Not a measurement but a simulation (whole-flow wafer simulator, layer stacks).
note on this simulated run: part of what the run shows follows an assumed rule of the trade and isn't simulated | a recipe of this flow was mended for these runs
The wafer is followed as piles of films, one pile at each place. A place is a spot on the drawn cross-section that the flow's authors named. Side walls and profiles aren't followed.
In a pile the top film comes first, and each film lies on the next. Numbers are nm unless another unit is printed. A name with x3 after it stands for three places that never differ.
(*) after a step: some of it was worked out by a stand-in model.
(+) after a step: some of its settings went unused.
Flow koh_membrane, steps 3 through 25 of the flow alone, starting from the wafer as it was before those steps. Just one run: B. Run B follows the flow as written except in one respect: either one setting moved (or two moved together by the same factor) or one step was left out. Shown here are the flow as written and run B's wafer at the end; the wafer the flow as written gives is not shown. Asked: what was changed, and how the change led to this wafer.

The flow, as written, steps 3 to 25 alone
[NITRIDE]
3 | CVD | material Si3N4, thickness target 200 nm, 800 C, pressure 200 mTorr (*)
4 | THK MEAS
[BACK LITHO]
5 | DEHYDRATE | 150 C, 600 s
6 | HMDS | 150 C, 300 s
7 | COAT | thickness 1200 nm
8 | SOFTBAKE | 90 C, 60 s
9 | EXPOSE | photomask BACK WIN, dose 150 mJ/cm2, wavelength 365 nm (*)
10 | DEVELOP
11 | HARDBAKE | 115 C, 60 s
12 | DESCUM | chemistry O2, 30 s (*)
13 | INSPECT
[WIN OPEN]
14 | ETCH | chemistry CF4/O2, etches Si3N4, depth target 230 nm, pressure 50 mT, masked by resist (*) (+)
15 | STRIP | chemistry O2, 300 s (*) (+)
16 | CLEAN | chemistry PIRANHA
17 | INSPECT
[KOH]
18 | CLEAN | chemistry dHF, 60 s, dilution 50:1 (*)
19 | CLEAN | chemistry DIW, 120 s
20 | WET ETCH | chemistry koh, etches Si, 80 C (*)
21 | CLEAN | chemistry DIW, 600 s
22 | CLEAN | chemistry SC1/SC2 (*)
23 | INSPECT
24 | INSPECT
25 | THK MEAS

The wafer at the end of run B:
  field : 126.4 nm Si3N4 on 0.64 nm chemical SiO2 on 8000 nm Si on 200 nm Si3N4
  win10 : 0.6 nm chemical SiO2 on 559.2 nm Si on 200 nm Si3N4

Cause: step 3, CVD: thickness target 128 nm was run, whereas the flow has thickness target 200 nm.

The path from the change to this, step by step:
  3 | CVD | material Si3N4, thickness target 200 nm, 800 C, pressure 200 mTorr (*)
      field, win20 x4, win10: +128 Si3N4 (new film) (it would be, as written: +200 Si3N4 (new film))
  14 | ETCH | chemistry CF4/O2, etches Si3N4, depth target 230 nm, pressure 50 mT, masked by resist (*) (+)
      win20 x4, win10: -128 Si3N4 (all of it), -0.64 chemical SiO2 (all of it), -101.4 Si (it would be, as written: -200 Si3N4 (all of it), -0.64 chemical SiO2 (all of it), -29.4 Si)
